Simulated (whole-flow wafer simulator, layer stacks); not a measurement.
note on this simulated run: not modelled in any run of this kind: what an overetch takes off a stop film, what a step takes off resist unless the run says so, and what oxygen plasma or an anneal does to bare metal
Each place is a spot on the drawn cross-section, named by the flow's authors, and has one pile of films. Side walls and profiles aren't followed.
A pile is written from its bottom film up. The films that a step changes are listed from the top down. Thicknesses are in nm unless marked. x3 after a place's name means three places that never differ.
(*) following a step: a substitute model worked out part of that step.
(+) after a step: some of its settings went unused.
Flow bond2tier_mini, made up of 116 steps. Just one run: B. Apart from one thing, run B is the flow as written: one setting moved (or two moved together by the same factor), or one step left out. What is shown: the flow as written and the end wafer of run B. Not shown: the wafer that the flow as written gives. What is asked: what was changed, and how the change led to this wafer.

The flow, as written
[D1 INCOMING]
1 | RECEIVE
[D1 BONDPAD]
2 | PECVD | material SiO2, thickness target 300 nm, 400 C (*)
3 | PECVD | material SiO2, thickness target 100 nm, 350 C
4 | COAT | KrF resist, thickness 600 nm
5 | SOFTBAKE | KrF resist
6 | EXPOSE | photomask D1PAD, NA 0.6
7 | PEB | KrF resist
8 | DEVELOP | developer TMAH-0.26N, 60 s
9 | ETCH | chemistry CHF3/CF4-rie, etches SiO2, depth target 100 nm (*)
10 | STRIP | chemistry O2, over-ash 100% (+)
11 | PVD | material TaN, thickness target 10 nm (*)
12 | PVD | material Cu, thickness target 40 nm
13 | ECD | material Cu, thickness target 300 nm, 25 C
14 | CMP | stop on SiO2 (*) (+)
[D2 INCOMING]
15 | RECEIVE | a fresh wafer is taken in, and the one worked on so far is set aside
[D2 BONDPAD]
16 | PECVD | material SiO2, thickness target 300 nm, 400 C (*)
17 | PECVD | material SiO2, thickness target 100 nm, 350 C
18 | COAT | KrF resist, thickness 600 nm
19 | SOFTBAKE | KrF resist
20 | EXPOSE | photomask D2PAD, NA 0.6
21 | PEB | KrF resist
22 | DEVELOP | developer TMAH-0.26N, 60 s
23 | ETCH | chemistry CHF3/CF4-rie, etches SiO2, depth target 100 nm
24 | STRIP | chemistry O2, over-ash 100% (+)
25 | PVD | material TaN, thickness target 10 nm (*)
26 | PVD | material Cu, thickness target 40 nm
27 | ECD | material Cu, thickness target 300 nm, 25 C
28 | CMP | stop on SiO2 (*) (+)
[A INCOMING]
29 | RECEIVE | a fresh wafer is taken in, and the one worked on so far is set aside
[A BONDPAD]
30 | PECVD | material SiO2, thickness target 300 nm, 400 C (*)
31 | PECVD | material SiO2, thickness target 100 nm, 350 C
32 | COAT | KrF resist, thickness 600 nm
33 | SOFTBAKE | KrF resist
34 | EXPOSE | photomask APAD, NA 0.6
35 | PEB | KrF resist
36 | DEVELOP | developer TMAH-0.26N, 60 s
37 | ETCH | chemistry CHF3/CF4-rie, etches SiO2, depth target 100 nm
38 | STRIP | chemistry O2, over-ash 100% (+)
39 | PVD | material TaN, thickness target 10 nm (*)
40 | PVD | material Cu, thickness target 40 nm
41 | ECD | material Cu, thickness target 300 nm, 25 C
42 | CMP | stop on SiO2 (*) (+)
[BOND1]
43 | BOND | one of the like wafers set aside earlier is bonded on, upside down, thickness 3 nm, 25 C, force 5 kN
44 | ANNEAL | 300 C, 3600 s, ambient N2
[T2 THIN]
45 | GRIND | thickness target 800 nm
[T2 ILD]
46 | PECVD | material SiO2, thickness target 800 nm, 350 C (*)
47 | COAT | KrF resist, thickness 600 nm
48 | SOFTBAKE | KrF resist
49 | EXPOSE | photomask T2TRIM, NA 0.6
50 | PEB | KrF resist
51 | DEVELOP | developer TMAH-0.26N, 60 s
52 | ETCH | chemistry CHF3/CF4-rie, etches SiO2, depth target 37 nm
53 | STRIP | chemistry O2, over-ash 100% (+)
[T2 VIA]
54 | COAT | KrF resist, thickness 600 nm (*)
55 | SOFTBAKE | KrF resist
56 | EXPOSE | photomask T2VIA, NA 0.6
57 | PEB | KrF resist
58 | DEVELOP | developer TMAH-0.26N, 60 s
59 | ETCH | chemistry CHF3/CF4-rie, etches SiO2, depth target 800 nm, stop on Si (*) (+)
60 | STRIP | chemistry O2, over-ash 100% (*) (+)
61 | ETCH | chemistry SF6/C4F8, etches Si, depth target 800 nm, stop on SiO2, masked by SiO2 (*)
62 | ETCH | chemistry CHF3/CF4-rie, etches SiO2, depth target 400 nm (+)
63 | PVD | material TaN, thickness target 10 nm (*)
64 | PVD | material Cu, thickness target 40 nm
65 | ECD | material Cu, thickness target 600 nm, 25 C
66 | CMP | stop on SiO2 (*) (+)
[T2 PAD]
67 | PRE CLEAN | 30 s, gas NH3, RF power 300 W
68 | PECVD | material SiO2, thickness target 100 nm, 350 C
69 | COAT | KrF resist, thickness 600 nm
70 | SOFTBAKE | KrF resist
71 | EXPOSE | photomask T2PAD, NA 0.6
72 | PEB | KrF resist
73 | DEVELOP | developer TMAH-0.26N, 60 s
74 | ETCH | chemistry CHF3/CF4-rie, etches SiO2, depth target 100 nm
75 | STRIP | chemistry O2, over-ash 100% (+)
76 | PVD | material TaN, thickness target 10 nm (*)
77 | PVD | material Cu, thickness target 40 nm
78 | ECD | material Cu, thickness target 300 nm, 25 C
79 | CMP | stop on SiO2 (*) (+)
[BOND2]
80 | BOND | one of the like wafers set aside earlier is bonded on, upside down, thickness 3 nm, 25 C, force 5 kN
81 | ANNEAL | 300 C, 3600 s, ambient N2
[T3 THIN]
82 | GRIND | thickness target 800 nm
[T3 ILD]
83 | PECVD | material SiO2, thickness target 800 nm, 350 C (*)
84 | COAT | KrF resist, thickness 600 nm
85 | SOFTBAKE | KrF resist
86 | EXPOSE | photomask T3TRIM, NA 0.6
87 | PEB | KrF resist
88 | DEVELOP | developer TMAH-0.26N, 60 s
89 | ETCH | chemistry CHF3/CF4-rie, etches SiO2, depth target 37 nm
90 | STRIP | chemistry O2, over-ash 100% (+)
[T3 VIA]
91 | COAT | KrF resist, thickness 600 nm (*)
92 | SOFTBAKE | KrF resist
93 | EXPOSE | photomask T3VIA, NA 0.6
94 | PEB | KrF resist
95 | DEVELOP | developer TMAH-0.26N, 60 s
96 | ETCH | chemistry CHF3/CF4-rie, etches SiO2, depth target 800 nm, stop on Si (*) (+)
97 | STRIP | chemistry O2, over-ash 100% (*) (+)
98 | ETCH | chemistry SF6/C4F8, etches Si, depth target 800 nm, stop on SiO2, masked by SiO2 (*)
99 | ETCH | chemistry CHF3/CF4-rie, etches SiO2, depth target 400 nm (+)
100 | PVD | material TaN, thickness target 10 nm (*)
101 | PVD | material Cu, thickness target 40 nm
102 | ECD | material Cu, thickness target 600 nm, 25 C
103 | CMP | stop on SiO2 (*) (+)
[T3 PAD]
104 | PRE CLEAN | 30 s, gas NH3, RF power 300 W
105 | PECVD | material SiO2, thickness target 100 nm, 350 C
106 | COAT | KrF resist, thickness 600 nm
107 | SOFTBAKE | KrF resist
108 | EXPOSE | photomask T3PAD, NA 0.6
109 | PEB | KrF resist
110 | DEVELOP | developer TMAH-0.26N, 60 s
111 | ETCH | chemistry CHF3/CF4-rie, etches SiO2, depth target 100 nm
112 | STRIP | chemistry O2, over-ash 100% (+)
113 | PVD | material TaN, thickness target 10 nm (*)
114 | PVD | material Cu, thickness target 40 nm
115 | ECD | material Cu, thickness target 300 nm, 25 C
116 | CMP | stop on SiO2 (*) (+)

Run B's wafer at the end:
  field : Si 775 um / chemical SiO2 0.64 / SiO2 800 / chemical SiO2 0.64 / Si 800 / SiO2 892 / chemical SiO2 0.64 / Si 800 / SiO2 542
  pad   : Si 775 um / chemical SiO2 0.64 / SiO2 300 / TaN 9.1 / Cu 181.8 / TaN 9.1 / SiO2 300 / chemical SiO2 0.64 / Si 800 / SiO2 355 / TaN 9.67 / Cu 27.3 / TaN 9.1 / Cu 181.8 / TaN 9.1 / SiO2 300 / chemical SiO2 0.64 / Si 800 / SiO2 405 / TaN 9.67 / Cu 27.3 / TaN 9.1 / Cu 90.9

What caused this: step 99, ETCH: depth target 350 nm was run, though the flow has depth target 400 nm.

Step by step, how the change led to this:
  99 | ETCH | chemistry CHF3/CF4-rie, etches SiO2, depth target 400 nm (+)
      field, pad: -350 SiO2 (as written it would have been: -400 SiO2)
